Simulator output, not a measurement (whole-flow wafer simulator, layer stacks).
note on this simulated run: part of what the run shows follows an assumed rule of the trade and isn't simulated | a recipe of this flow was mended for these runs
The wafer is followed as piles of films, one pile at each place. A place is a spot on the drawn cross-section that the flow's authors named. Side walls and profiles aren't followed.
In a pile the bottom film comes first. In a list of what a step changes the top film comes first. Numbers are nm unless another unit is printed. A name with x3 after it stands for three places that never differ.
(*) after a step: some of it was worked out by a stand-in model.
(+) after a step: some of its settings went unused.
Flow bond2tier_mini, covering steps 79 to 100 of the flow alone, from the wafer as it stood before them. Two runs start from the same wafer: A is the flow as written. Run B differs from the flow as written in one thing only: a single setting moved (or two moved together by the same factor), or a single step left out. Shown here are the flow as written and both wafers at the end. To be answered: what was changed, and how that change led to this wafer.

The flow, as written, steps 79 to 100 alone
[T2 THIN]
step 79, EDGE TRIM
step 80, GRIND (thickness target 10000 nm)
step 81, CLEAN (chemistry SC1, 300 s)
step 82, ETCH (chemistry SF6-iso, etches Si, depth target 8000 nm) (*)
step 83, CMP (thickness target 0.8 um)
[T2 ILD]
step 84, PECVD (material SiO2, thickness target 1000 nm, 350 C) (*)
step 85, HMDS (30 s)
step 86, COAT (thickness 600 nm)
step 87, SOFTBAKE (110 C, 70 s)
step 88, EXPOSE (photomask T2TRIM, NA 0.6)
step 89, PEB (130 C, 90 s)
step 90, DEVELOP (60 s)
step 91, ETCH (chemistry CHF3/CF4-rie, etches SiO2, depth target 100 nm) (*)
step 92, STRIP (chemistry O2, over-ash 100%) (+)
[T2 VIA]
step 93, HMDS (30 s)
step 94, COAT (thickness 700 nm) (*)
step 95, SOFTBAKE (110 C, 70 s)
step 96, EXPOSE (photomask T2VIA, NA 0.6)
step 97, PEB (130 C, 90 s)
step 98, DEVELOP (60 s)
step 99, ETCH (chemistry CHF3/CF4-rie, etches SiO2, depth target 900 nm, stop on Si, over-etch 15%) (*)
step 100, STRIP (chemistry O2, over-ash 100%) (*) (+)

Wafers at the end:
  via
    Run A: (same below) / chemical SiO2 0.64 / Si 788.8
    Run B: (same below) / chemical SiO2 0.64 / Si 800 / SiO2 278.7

What caused this: step 99, ETCH: depth target 540.3 nm was run, while the flow as written has depth target 900 nm.

How this came from the change, step by step:
  step 99, ETCH (chemistry CHF3/CF4-rie, etches SiO2, depth target 900 nm, stop on Si, over-etch 15%) (*)
      via: A SiO2 loses 900 (all of it), Si loses 11.2 | B SiO2 loses 621.3
      field, pad: A thick-KrF-resist loses 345 | B thick-KrF-resist loses 207.1
  step 100, STRIP (chemistry O2, over-ash 100%) (*) (+)
      field: A thick-KrF-resist loses 286.6 (all of it) | B thick-KrF-resist loses 424.5 (all of it)
      pad: A thick-KrF-resist loses 372.9 (all of it) | B thick-KrF-resist loses 510.8 (all of it)
